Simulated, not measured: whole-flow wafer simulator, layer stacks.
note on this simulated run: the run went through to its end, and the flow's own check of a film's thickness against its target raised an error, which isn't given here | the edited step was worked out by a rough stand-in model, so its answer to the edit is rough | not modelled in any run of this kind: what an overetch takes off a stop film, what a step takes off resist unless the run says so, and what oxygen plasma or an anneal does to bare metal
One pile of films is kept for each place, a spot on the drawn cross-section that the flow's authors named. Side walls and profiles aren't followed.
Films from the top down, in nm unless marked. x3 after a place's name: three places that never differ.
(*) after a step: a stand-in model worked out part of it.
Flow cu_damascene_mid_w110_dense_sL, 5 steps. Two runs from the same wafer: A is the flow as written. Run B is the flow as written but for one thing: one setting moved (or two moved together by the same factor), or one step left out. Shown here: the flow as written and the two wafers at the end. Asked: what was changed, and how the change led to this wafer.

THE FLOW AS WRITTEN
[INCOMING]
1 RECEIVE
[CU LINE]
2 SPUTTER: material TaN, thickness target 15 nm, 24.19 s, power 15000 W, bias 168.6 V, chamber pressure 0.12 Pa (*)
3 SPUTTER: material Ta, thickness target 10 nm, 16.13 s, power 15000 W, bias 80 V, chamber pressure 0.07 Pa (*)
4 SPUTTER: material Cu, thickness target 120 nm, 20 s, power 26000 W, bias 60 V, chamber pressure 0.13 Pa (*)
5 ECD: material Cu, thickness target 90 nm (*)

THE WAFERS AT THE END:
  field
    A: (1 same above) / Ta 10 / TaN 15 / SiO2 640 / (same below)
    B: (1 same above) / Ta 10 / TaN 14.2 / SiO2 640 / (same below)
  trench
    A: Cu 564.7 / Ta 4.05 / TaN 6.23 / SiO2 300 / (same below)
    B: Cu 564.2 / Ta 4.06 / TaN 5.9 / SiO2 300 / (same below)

The cause: step 2, SPUTTER: thickness target 14.2 nm was run, where the flow has thickness target 15 nm; step 2, SPUTTER: 22.98 s was run, where the flow has 24.19 s.
It can be read off the wafer: field has TaN 14.2, and step 2 as written asks for 15 nm.

How the change led to this, step by step:
  2 SPUTTER: material TaN, thickness target 15 nm, 24.19 s, power 15000 W, bias 168.6 V, chamber pressure 0.12 Pa (*)
      field: A TaN +15 (new film) | B TaN +14.2 (new film)
